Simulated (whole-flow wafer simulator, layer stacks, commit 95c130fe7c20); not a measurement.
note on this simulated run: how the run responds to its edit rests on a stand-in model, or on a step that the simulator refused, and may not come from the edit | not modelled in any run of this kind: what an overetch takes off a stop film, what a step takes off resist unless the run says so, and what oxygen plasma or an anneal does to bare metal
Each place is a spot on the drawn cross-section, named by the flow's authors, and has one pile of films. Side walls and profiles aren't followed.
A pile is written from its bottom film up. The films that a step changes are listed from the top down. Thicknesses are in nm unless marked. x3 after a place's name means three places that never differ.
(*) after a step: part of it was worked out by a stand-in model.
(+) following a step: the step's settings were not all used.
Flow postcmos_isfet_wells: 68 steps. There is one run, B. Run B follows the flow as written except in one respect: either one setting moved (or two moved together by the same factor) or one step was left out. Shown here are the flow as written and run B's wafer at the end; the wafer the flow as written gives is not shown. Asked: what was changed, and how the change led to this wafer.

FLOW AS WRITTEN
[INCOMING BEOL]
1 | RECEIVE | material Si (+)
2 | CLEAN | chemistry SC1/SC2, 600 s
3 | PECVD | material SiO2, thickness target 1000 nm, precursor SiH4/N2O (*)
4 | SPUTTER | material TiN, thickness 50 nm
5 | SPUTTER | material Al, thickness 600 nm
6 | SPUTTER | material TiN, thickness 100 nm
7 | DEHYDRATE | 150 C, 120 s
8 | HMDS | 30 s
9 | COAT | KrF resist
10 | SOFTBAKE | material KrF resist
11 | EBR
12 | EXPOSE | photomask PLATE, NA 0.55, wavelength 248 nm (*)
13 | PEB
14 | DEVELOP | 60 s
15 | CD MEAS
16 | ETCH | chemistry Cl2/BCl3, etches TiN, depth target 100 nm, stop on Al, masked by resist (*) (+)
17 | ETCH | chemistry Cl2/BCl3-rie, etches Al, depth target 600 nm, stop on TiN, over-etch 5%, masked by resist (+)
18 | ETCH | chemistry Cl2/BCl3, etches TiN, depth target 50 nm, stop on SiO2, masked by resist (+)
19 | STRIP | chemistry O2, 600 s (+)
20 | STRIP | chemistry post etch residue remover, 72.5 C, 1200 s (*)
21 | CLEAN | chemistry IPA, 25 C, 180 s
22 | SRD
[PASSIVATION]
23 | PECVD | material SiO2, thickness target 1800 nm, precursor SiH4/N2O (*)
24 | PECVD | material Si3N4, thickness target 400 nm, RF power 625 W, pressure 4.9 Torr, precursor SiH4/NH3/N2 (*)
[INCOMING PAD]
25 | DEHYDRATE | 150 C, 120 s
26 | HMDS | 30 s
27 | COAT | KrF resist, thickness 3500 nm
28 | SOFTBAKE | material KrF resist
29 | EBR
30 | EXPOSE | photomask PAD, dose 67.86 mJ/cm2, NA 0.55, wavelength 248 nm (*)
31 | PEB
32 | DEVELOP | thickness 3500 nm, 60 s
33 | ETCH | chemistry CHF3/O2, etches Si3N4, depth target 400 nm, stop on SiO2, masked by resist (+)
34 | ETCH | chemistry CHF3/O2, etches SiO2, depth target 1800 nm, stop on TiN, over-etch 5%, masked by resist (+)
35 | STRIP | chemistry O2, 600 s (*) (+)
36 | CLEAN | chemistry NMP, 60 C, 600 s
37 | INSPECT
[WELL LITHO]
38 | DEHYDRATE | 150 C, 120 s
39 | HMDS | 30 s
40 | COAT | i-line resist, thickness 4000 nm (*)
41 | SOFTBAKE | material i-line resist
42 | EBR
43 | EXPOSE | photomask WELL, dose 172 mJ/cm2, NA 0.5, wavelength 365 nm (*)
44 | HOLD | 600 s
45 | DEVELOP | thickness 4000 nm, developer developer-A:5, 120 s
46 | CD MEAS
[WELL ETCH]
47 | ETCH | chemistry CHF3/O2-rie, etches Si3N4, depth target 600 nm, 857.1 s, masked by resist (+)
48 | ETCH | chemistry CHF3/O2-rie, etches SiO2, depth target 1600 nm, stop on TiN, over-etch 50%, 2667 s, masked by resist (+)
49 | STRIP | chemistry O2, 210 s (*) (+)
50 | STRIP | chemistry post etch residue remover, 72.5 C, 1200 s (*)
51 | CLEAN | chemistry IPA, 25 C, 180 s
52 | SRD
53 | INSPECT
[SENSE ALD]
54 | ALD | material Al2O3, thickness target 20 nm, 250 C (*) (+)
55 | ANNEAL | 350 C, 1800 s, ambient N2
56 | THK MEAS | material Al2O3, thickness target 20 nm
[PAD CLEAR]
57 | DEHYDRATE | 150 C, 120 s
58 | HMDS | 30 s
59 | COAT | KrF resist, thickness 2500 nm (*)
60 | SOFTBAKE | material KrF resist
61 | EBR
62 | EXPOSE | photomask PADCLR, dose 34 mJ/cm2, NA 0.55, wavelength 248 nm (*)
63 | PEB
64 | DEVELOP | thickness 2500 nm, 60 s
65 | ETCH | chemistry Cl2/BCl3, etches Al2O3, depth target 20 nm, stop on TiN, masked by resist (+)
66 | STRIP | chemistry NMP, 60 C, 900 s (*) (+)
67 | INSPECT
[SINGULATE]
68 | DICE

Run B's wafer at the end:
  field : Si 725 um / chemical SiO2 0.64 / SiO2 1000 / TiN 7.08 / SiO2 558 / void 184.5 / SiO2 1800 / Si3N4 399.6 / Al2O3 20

The reason: step 18, ETCH: depth target 42.5 nm was run, while the flow as written has depth target 50 nm.

Step by step, how the change led to this:
  18 | ETCH | chemistry Cl2/BCl3, etches TiN, depth target 50 nm, stop on SiO2, masked by resist (+)
      field: -42.5 TiN (in the flow as written it would be: -50 TiN (all of it))
      margin, well900, well1300 x3, pad_rim, pad_clr, pad_open: -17 KrF resist (in the flow as written it would be: -20 KrF resist)
  23 | PECVD | material SiO2, thickness target 1800 nm, precursor SiH4/N2O (*)
      field: +1800 SiO2 (new film), +184.5 void (new film), +558 SiO2 (new film) (in the flow as written it would be: +1800 SiO2 (new film), +189.9 void (new film), +559.7 SiO2)
If metal films that touch count as one body, field has 1 body; the flow as written gives 0 bodies.
